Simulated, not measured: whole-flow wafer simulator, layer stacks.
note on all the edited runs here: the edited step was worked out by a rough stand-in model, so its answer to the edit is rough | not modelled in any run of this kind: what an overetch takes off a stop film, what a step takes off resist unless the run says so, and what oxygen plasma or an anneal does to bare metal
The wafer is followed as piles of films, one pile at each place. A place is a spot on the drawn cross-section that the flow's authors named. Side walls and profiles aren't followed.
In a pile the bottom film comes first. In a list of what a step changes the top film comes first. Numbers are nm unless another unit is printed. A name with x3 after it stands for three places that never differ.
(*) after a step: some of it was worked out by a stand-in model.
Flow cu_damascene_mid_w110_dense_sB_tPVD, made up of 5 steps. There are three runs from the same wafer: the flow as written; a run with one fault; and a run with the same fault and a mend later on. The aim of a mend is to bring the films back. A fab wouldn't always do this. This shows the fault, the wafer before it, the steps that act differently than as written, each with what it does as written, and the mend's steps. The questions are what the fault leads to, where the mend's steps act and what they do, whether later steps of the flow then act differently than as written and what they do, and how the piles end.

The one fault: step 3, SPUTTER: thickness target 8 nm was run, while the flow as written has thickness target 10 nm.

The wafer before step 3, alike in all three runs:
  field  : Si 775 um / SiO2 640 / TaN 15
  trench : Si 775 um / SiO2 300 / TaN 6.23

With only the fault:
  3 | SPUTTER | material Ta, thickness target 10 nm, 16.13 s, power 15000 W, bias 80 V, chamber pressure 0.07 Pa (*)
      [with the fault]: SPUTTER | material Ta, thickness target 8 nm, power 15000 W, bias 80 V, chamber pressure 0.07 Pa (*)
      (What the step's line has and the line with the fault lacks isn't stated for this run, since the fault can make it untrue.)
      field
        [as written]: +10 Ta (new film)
        [with the fault]: +8 Ta (new film)
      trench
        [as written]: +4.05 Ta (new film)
        [with the fault]: +3.24 Ta (new film)
  None of the later steps of the flow differs from how it acts as written, at any place that is followed, by more than 2% or 0.5 nm, whichever is larger.
  At field, trench, the piles at the end differ from the flow's by more than 2% or 0.5 nm, whichever is larger.
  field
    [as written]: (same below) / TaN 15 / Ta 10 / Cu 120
    [with the fault]: (same below) / TaN 15 / Ta 8 / Cu 120
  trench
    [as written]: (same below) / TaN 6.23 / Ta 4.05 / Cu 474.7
    [with the fault]: (same below) / TaN 6.23 / Ta 3.24 / Cu 473.5

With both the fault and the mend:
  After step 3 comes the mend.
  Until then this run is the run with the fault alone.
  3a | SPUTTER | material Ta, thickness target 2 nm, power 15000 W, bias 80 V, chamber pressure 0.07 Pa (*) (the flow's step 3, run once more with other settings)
      field
        +2 Ta
      trench
        +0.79 Ta
  None of the later steps of the flow differs from how it acts as written, at any place that is followed, by more than 2% or 0.5 nm, whichever is larger.
  The piles end only slightly different from the flow's at the places that both follow, by no more than 2% or 0.5 nm, whichever is larger.
